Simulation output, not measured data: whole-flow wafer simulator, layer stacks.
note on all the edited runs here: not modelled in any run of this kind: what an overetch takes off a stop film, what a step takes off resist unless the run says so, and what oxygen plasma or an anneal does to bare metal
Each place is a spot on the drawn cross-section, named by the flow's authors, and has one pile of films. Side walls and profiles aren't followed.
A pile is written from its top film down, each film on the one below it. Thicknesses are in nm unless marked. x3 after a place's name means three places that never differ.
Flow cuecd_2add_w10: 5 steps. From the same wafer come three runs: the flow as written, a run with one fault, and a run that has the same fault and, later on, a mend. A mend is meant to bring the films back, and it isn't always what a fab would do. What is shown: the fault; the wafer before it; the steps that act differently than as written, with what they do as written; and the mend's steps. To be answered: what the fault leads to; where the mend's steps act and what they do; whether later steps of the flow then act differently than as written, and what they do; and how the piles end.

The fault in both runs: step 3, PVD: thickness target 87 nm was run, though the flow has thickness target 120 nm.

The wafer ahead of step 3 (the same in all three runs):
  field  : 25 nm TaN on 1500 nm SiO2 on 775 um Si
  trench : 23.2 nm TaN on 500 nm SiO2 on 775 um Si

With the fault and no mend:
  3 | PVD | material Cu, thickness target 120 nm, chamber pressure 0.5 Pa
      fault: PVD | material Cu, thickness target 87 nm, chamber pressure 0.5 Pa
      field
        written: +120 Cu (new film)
        fault: +87 Cu (new film)
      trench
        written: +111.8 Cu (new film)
        fault: +81 Cu (new film)
  None of the later steps of the flow acts differently than as written at any place that is followed.
  By the end, the piles at field, trench depart from the flow's by more than 2% or 0.5 nm, whichever is larger.
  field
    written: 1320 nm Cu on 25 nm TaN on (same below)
    fault: 1287 nm Cu on 25 nm TaN on (same below)
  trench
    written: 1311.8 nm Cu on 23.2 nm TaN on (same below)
    fault: 1281 nm Cu on 23.2 nm TaN on (same below)

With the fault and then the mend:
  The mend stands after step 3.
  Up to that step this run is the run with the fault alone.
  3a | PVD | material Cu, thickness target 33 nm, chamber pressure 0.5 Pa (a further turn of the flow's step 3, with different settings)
      field
        +33 Cu
      trench
        +30.6 Cu
  None of the later steps of the flow acts differently than as written at any place that is followed.
  The piles end only slightly different from the flow's at the places that both follow, by no more than 2% or 0.5 nm, whichever is larger.
